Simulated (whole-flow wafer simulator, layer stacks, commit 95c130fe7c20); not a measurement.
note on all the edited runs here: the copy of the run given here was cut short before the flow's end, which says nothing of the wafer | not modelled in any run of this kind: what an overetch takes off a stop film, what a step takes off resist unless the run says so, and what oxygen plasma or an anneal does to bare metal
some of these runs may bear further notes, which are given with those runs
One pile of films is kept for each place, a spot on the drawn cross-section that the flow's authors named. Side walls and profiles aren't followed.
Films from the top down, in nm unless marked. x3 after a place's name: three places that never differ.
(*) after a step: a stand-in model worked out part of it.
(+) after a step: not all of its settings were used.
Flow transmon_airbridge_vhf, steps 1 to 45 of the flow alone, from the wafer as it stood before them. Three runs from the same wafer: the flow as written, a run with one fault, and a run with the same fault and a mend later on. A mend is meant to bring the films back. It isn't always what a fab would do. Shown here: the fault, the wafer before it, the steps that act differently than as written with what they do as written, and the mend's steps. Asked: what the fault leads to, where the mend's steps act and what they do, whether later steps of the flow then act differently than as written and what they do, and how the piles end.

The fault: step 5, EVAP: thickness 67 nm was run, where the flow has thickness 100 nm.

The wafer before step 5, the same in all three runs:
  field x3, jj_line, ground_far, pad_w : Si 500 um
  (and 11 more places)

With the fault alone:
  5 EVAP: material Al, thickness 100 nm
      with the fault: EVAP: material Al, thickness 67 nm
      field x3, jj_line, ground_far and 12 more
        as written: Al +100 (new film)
        with the fault: Al +67 (new film)
  Later steps of the flow that act differently than as written (14 more steps differ only slightly, by at most 2% or 0.5 nm, whichever is larger, and aren't shown):
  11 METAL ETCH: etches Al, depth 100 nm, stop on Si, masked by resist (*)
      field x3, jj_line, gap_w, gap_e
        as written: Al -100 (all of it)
        with the fault: Al -67 (all of it)
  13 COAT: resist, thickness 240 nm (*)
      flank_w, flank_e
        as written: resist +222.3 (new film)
        with the fault: resist +227.7 (new film)
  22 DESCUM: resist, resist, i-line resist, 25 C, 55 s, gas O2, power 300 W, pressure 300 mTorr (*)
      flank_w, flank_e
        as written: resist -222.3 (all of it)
        with the fault: resist -227.7 (all of it)
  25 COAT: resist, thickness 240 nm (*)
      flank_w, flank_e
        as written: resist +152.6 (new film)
        with the fault: resist +156 (new film)
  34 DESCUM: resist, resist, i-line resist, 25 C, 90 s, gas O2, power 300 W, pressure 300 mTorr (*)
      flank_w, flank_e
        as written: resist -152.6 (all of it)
        with the fault: resist -156 (all of it)
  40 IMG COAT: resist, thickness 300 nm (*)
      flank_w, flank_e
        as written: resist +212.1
        with the fault: resist +216.9
  At the end the piles differ from the flow's by more than 2% or 0.5 nm, whichever is larger, at ground_far, pad_w, flank_w and 8 more.
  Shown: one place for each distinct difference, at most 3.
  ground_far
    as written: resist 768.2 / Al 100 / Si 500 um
    with the fault: resist 768.2 / Al 67 / Si 500 um
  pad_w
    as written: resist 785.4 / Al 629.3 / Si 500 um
    with the fault: resist 786.6 / Al 596.3 / Si 500 um
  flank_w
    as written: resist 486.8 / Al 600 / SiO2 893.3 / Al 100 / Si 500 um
    with the fault: resist 492.7 / Al 600 / SiO2 893.1 / Al 67 / Si 500 um

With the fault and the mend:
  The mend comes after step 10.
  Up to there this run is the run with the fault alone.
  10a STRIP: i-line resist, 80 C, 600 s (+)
      ground_far, pad_w, flank_w and 8 more
        i-line resist -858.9 (all of it)
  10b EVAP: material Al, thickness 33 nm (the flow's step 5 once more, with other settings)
      field x3, jj_line, ground_far and 12 more
        Al +33
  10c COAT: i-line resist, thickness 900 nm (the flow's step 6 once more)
      field x3, jj_line, ground_far and 12 more
        i-line resist +900 (new film)
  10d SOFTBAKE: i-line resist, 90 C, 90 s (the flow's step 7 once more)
      changes no film at any place that is followed
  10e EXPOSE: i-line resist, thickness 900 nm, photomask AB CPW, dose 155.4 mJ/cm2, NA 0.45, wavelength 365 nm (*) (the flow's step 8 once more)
      changes no film at any place that is followed
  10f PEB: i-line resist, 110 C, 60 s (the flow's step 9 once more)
      field x3, jj_line, ground_far and 12 more
        i-line resist -41
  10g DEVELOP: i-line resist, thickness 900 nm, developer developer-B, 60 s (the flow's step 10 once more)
      ground_far, pad_w, flank_w and 8 more
        i-line resist -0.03
      field x3, jj_line, gap_w, gap_e
        i-line resist -859 (all of it)
  No later step of the flow acts differently than as written at any place that is followed.
  At the end the piles are the same as the flow's at every place that both follow.
